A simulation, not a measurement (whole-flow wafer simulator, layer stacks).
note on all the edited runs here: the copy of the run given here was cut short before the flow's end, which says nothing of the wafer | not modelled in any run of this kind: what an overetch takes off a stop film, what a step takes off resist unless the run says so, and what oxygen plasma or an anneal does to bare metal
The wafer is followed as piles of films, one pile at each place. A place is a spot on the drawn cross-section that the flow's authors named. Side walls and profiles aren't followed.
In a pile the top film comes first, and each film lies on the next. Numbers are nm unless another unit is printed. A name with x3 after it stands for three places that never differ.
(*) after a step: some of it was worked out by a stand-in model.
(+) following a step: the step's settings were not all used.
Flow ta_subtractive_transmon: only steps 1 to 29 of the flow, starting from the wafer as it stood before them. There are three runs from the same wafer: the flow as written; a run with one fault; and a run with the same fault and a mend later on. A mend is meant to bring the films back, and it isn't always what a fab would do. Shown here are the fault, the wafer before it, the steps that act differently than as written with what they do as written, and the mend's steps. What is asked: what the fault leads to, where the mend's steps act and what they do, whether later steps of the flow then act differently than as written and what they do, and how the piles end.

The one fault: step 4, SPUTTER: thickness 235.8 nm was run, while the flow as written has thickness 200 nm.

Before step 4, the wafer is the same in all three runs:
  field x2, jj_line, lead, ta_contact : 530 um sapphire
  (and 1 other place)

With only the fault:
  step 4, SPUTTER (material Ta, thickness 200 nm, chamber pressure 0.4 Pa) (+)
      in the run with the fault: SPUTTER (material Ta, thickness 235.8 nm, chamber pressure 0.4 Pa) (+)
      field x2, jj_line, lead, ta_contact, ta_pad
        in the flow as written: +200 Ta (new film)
        in the run with the fault: +235.8 Ta (new film)
  Later steps of the flow acting differently than as written (2 other steps are not shown; they differ only slightly, by no more than 2% or 0.5 nm, whichever is larger):
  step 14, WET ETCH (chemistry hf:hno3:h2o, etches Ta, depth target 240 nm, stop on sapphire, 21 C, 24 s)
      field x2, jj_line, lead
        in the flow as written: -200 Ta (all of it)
        in the run with the fault: -235.8 Ta (all of it)
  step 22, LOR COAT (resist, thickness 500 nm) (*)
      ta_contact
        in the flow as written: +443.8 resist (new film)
        in the run with the fault: +434.8 resist (new film)
  By the end, the piles at ta_contact, ta_pad depart from the flow's by more than 2% or 0.5 nm, whichever is larger.
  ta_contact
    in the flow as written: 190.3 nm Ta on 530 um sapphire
    in the run with the fault: 226.1 nm Ta on 530 um sapphire
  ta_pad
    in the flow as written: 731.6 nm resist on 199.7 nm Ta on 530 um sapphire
    in the run with the fault: 726.6 nm resist on 235.5 nm Ta on 530 um sapphire

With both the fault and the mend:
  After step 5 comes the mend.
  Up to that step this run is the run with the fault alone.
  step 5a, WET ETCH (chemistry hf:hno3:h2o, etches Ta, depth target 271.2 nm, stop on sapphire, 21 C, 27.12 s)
      field x2, jj_line, lead, ta_contact, ta_pad
        -235.8 Ta (all of it)
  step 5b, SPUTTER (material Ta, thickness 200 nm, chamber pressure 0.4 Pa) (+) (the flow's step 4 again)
      field x2, jj_line, lead, ta_contact, ta_pad
        +200 Ta (new film)
  Later steps of the flow that are run all act as written at every place that is followed.
  The piles end the same as the flow's at every place that both follow.
